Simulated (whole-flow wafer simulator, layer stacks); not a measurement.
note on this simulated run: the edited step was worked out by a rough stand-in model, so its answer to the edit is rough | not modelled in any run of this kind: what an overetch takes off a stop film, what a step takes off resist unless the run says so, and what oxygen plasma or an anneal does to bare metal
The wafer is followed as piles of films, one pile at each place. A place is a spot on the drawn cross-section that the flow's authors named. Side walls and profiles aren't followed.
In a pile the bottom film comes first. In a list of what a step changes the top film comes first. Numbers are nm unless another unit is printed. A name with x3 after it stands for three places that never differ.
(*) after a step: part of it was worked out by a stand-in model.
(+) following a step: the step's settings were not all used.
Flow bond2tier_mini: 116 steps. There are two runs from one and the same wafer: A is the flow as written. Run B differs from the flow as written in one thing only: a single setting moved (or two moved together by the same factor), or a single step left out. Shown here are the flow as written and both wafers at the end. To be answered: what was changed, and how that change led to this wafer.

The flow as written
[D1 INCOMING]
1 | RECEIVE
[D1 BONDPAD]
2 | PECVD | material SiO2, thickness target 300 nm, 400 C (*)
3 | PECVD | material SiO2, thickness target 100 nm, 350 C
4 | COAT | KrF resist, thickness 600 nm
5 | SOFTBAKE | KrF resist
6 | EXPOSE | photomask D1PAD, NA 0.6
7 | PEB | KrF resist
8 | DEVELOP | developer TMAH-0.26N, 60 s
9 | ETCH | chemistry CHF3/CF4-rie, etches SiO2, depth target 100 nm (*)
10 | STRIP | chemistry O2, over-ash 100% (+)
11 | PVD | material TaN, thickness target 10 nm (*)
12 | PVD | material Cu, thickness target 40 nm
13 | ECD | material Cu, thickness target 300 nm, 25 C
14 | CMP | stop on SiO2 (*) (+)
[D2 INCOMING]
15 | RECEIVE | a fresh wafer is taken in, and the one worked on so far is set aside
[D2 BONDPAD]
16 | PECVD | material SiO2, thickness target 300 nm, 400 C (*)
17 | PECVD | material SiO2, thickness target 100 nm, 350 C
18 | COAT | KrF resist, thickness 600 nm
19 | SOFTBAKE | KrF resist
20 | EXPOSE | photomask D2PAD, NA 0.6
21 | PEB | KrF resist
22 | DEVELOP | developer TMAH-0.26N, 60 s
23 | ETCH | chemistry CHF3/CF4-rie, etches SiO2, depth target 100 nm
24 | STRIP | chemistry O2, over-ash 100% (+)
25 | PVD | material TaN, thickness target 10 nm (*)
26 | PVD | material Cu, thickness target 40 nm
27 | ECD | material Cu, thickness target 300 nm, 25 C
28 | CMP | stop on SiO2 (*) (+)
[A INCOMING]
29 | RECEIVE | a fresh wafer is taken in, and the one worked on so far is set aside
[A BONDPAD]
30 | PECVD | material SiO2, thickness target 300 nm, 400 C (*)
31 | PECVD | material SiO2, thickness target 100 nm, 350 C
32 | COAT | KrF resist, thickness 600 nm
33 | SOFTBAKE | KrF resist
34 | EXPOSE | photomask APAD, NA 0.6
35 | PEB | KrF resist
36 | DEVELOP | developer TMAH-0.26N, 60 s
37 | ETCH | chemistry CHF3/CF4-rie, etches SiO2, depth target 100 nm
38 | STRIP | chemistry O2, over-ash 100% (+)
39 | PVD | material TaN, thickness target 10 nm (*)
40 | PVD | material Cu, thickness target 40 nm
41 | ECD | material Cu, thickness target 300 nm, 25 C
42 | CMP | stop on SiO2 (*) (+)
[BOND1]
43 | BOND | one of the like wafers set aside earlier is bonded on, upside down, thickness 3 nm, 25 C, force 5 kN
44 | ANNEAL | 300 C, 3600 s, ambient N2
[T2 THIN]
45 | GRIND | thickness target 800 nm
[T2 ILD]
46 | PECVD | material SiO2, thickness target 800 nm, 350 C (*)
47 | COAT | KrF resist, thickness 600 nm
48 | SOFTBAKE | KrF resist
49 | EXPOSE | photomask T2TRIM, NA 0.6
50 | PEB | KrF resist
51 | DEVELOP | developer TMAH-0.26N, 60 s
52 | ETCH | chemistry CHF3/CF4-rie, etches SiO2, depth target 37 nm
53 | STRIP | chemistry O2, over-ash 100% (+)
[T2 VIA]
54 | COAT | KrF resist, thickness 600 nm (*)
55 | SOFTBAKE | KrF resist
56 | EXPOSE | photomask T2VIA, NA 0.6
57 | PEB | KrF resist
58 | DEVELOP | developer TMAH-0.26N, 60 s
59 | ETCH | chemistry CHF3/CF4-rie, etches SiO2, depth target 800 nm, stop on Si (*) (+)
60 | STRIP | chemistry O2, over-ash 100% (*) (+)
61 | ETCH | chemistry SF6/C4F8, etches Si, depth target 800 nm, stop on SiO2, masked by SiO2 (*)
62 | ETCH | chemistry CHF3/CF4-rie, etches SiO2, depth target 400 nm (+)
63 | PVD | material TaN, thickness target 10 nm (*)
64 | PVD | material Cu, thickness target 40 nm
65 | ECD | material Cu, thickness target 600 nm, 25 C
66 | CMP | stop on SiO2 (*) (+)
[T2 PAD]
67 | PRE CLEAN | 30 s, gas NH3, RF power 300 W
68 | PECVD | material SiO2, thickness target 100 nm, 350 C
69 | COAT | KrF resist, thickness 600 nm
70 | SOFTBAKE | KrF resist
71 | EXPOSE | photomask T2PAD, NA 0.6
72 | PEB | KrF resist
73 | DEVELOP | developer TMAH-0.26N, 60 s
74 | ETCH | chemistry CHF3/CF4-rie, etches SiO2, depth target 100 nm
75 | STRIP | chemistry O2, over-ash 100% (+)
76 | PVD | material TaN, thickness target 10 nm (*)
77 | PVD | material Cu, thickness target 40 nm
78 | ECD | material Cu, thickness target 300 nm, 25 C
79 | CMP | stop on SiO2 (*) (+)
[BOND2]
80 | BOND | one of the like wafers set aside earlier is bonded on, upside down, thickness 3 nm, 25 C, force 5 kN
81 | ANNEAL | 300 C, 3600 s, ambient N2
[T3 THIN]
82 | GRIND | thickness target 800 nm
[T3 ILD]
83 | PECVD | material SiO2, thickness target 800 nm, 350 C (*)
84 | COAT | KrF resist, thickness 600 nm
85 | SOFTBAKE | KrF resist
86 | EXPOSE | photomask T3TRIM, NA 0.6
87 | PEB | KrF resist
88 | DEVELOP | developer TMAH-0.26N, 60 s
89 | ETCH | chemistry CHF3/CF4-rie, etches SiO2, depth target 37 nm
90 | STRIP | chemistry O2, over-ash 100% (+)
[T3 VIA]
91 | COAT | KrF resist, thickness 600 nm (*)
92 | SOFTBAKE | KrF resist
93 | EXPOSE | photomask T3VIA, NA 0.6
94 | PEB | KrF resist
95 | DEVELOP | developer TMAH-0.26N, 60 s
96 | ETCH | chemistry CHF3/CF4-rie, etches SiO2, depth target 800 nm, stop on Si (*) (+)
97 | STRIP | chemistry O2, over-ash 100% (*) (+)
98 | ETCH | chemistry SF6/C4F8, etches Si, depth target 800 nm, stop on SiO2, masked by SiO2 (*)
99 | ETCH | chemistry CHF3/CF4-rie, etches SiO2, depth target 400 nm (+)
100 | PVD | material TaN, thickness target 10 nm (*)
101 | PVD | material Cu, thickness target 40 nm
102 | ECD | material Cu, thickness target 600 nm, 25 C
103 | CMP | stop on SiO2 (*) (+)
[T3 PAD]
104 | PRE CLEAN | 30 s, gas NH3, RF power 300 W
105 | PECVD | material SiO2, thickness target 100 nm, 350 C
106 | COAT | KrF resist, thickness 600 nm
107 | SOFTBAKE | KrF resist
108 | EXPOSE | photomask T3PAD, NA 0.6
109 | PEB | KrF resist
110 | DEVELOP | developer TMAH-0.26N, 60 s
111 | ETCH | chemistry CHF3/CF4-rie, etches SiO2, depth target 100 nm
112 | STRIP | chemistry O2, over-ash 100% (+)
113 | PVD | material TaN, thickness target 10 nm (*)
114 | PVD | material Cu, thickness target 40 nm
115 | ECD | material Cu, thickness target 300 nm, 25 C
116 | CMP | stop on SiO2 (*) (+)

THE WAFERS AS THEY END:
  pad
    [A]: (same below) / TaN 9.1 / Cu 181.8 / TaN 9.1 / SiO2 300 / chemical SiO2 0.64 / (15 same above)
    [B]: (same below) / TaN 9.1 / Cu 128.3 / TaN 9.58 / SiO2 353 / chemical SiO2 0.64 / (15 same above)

Cause: step 9, ETCH: depth target 47 nm was run, though the flow has depth target 100 nm.

Step by step, how the change led to this:
  9 | ETCH | chemistry CHF3/CF4-rie, etches SiO2, depth target 100 nm (*)
      pad, via: A SiO2 loses 100 | B SiO2 loses 47
      field: A KrF resist loses 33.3 | B KrF resist loses 15.7
  10 | STRIP | chemistry O2, over-ash 100% (+)
      field: A KrF resist loses 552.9 (all of it) | B KrF resist loses 570.6 (all of it)
  12 | PVD | material Cu, thickness target 40 nm
      pad: A Cu gains 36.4 (new film) | B Cu gains 38.3 (new film)
  13 | ECD | material Cu, thickness target 300 nm, 25 C
      pad: A Cu gains 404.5 | B Cu gains 349.1
      via: A Cu gains 400.2 | B Cu gains 347
  43 | BOND | one of the like wafers set aside earlier is bonded on, upside down, thickness 3 nm, 25 C, force 5 kN
      pad: A Si gains 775 um (new film), chemical SiO2 gains 0.64 (new film), SiO2 gains 300 (new film), TaN gains 9.1 (new film), Cu gains 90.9 | B Si gains 775 um (new film), chemical SiO2 gains 0.64 (new film), SiO2 gains 353 (new film), TaN gains 9.58 (new film), Cu gains 37.4
      via: A Si gains 775 um (new film), chemical SiO2 gains 0.64 (new film), SiO2 gains 300 (new film), TaN gains 9.97 (new film), Cu gains 90 | B Si gains 775 um (new film), chemical SiO2 gains 0.64 (new film), SiO2 gains 353 (new film), TaN gains 10 (new film), Cu gains 37
